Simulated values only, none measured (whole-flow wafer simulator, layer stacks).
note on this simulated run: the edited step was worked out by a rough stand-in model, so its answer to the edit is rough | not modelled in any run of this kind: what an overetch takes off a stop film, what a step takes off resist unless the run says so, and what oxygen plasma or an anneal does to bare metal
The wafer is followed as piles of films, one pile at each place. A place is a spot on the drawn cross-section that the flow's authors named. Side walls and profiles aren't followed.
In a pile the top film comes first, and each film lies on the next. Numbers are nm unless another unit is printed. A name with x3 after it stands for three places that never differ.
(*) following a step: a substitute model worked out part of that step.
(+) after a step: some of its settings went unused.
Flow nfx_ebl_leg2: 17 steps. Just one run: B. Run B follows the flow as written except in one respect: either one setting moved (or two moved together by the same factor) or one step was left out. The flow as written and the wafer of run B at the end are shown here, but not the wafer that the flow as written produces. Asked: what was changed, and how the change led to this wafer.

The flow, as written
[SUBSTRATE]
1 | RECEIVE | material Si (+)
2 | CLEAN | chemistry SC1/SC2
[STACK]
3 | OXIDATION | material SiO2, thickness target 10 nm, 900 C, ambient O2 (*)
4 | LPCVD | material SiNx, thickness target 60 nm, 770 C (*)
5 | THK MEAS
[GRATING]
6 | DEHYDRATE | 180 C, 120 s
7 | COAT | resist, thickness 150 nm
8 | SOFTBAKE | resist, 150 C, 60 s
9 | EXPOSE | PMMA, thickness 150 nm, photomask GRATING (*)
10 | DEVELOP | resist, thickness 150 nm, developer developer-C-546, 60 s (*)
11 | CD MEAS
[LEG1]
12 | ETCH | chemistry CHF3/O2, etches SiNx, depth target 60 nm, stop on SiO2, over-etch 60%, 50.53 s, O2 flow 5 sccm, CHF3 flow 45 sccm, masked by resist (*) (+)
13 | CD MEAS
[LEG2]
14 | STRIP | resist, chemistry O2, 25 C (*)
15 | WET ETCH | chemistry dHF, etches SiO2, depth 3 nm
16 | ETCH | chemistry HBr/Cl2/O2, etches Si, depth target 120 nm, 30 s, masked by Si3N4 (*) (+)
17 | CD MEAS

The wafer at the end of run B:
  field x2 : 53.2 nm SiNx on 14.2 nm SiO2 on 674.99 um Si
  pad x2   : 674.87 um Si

Cause: step 3, OXIDATION: thickness target 14.2 nm was run, while the flow as written has thickness target 10 nm.
One can read it off the wafer: field x2 has SiO2 14.2, and step 3 as written asks for 10 nm.

Step by step, how the change led to this:
  3 | OXIDATION | material SiO2, thickness target 10 nm, 900 C, ambient O2 (*)
      field x2, pad x2: +14.2 SiO2 (new film), -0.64 chemical SiO2 (all of it), -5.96 Si (as written it would have been: +10 SiO2 (new film), -0.64 chemical SiO2 (all of it), -4.12 Si)
  12 | ETCH | chemistry CHF3/O2, etches SiNx, depth target 60 nm, stop on SiO2, over-etch 60%, 50.53 s, O2 flow 5 sccm, CHF3 flow 45 sccm, masked by resist (*) (+)
      pad x2: -60 SiNx (all of it), -14.2 SiO2 (all of it) (as written it would have been: -60 SiNx (all of it), -10 SiO2 (all of it))
